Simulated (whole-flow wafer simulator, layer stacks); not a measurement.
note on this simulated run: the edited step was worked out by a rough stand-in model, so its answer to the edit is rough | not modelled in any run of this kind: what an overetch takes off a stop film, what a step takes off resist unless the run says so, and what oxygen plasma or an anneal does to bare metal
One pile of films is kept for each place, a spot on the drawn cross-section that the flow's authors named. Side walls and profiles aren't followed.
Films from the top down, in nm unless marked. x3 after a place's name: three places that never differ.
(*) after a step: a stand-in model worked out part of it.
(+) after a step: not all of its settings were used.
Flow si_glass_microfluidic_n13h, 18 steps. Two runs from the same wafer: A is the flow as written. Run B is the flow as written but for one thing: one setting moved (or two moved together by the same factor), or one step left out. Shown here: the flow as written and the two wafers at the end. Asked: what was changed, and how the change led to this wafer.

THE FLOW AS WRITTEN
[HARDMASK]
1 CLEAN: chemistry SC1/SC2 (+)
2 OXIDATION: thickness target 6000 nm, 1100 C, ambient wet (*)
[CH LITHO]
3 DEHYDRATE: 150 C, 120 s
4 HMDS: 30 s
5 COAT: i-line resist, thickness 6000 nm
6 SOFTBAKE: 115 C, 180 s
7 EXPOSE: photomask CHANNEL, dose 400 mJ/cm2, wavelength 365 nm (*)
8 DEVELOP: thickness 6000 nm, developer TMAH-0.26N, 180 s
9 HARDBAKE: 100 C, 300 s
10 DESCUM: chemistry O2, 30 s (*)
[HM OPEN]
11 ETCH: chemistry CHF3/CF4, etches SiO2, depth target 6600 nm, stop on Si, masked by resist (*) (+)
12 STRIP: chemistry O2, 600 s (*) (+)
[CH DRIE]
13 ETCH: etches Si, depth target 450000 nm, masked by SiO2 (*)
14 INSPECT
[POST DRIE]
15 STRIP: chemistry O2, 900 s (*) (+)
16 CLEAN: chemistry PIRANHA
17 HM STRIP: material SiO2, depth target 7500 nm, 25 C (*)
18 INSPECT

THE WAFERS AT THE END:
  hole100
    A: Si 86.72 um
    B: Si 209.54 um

The cause: step 13, ETCH: depth target 326200 nm was run, where the flow has depth target 450000 nm.

How the change led to this, step by step:
  13 ETCH: etches Si, depth target 450000 nm, masked by SiO2 (*)
      land: A SiO2 -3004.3 | B SiO2 -2185.5
      hole100: A chemical SiO2 -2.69 (all of it), Si -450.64 um | B chemical SiO2 -2.69 (all of it), Si -327.82 um
  17 HM STRIP: material SiO2, depth target 7500 nm, 25 C (*)
      land: A SiO2 -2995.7 (all of it) | B SiO2 -3814.5 (all of it)
